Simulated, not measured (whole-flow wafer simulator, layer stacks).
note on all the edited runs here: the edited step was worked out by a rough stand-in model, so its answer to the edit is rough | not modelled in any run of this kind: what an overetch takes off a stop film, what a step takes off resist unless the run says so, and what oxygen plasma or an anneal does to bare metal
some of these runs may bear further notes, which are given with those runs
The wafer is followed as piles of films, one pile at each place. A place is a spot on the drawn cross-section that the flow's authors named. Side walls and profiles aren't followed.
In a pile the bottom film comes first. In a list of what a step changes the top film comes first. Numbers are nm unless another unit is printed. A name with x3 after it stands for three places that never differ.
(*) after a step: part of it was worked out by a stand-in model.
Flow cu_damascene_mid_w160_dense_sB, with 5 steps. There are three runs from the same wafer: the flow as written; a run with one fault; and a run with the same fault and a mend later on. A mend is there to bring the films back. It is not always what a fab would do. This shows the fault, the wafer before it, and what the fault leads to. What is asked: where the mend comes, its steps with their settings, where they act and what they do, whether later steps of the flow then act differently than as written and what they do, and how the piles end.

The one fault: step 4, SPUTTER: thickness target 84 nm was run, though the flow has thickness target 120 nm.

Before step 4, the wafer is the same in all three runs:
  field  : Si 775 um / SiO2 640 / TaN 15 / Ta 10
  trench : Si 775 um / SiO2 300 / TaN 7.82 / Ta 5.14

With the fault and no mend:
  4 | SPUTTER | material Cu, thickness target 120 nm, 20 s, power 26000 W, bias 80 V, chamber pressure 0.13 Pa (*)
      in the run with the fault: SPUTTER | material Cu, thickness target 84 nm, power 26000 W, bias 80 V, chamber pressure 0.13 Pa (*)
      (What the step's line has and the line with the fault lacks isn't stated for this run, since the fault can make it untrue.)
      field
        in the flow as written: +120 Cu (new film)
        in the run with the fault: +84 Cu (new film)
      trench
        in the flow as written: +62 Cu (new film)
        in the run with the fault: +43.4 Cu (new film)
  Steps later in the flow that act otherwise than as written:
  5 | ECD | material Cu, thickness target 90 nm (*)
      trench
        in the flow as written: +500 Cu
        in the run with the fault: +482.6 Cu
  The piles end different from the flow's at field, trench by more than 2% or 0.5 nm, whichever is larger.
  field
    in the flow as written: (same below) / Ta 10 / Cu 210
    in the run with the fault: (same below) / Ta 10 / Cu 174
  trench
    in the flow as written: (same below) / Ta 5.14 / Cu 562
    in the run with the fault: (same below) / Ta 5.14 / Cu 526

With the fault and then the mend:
  The mend stands after step 4.
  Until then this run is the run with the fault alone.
  4a | SPUTTER | material Cu, thickness target 36 nm, power 26000 W, bias 80 V, chamber pressure 0.13 Pa (*) (a further turn of the flow's step 4, with different settings)
      field
        +36 Cu
      trench
        +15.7 Cu
  Every later step of the flow that is run acts as written, at every place that is followed, to within 2% or 0.5 nm, whichever is larger.
  The piles end the same as the flow's at every place that both follow.
